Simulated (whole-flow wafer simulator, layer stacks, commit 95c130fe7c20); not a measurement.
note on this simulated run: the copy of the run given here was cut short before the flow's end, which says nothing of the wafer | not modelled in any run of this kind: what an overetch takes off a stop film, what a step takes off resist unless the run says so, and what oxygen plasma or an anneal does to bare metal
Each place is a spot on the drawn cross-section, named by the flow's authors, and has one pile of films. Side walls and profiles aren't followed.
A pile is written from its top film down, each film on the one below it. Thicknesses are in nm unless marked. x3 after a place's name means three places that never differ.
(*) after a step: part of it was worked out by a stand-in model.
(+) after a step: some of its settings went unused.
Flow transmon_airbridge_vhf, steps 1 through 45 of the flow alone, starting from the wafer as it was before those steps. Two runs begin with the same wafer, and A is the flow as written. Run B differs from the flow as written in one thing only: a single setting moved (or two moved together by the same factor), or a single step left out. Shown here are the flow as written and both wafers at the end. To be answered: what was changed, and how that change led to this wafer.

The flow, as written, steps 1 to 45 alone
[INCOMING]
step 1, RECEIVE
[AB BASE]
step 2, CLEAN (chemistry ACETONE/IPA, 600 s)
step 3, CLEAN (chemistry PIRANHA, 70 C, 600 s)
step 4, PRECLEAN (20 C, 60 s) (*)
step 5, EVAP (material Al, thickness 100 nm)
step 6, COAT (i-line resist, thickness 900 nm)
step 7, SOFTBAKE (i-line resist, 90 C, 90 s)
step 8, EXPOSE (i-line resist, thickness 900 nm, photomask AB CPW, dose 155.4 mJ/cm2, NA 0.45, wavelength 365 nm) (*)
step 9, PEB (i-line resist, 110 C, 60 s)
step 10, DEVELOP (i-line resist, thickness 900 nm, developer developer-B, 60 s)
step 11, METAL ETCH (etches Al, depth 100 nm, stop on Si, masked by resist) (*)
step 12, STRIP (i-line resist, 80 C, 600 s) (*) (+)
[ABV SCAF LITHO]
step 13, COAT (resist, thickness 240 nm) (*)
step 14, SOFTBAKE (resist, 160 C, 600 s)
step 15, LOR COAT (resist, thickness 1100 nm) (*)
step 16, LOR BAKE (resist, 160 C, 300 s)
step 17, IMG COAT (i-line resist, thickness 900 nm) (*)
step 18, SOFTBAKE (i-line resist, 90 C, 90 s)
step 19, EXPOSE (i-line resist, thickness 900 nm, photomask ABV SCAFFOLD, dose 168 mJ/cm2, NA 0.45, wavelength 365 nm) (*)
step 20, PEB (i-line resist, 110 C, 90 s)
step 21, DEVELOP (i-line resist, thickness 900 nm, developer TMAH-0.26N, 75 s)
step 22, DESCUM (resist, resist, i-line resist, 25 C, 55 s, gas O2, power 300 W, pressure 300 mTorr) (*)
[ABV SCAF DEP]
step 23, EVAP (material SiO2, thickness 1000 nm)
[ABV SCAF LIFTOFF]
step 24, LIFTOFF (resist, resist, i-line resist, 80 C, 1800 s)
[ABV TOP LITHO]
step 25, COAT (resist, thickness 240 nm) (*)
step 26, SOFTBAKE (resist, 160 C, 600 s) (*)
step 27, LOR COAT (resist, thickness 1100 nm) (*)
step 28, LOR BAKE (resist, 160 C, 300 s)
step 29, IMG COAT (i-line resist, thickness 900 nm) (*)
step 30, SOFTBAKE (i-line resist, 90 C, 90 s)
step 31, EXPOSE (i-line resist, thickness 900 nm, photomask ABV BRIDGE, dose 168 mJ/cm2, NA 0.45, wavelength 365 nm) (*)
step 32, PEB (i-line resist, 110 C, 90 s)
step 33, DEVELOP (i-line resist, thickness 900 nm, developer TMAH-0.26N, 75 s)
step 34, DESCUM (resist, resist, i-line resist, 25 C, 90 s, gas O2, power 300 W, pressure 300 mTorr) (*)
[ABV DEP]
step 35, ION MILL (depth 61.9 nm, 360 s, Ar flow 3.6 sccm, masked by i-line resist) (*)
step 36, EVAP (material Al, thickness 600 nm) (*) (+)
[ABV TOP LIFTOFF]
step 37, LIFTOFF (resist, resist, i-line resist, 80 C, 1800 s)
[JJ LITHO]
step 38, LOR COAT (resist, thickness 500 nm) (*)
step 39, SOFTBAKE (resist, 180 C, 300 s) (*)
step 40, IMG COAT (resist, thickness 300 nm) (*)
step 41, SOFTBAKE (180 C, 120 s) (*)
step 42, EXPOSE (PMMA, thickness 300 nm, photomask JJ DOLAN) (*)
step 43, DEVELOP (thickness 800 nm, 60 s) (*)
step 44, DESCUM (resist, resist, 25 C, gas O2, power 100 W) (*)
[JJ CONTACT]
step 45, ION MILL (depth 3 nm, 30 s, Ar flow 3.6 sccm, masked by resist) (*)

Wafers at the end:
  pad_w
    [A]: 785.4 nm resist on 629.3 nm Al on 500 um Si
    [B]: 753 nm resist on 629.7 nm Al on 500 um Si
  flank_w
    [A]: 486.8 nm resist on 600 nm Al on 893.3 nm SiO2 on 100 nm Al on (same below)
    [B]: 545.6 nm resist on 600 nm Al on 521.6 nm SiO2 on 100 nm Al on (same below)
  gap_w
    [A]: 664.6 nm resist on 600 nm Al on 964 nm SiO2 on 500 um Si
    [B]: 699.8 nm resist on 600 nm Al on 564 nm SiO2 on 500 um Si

What caused this: step 23, EVAP: thickness 600 nm was run, while the flow as written has thickness 1000 nm.

Step by step, how the change led to this:
  step 23, EVAP (material SiO2, thickness 1000 nm)
      field x3, jj_line, ground_far and 10 more: A +1000 SiO2 (new film) | B +600 SiO2 (new film)
      flank_w, flank_e: A +929.3 SiO2 (new film) | B +557.6 SiO2 (new film)
  step 24, LIFTOFF (resist, resist, i-line resist, 80 C, 1800 s)
      field x3, jj_line, trace_open_s x2: A -1000 SiO2 (all of it), -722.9 i-line resist (all of it), -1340 resist (all of it) | B -600 SiO2 (all of it), -722.9 i-line resist (all of it), -1340 resist (all of it)
      pad_w, pad_e: A -1000 SiO2 (all of it), -718 i-line resist (all of it), -1330.2 resist (all of it) | B -600 SiO2 (all of it), -718 i-line resist (all of it), -1330.2 resist (all of it)
      (as well as at 1 more place)
  step 25, COAT (resist, thickness 240 nm) (*)
      flank_w, flank_e: A +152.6 resist (new film) | B +167 resist (new film)
      gap_w, gap_e: A +210.7 resist (new film) | B +227.7 resist (new film)
      (as well as at 6 more places)
  step 27, LOR COAT (resist, thickness 1100 nm) (*)
      gap_w, gap_e: A +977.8 resist | B +1034.2 resist
      margin_s, margin_n: A +823.4 resist | B +923.7 resist
      (as well as at 6 more places)
  step 29, IMG COAT (i-line resist, thickness 900 nm) (*)
      gap_w, gap_e: A +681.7 i-line resist (new film) | B +779.4 i-line resist (new film)
      margin_s, margin_n: A +603.2 i-line resist (new film) | B +728.9 i-line resist (new film)
      (as well as at 7 more places)
  step 32, PEB (i-line resist, 110 C, 90 s)
      pad_w, pad_e: A -51 i-line resist | B -49.1 i-line resist
      flank_w, flank_e: A -38.3 i-line resist | B -42.2 i-line resist
      (as well as at 7 more places)
  step 33, DEVELOP (i-line resist, thickness 900 nm, developer TMAH-0.26N, 75 s)
      gap_w, gap_e: A -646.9 i-line resist (all of it), -977.8 resist | B -739.5 i-line resist (all of it), -1034.2 resist
      pad_w: A -937.2 i-line resist (all of it), -1247.8 resist | B -902.7 i-line resist (all of it), -1185 resist
      (as well as at 5 more places)
  step 34, DESCUM (resist, resist, i-line resist, 25 C, 90 s, gas O2, power 300 W, pressure 300 mTorr) (*)
      flank_w, flank_e: A -152.6 resist (all of it) | B -167 resist (all of it)
      gap_w, gap_e: A -210.7 resist (all of it) | B -227.7 resist (all of it)
      (as well as at 4 more places)
  step 37, LIFTOFF (resist, resist, i-line resist, 80 C, 1800 s)
      margin_s, margin_n: A -600 Al (all of it), -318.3 i-line resist (all of it), -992 resist (all of it) | B -600 Al (all of it), -437.5 i-line resist (all of it), -1115.5 resist (all of it)
      ground_far: A -600 Al (all of it), -717.9 i-line resist (all of it), -1384.9 resist (all of it) | B -600 Al (all of it), -668 i-line resist (all of it), -1370.2 resist (all of it)
  step 38, LOR COAT (resist, thickness 500 nm) (*)
      pad_w, pad_e: A +517 resist (new film) | B +495.2 resist (new film)
      flank_w, flank_e: A +306.5 resist (new film) | B +356.5 resist (new film)
      (as well as at 6 more places)
  step 40, IMG COAT (resist, thickness 300 nm) (*)
      pad_w, pad_e: A +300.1 resist | B +289.6 resist
      flank_w, flank_e: A +212.1 resist | B +221 resist
      (as well as at 6 more places)
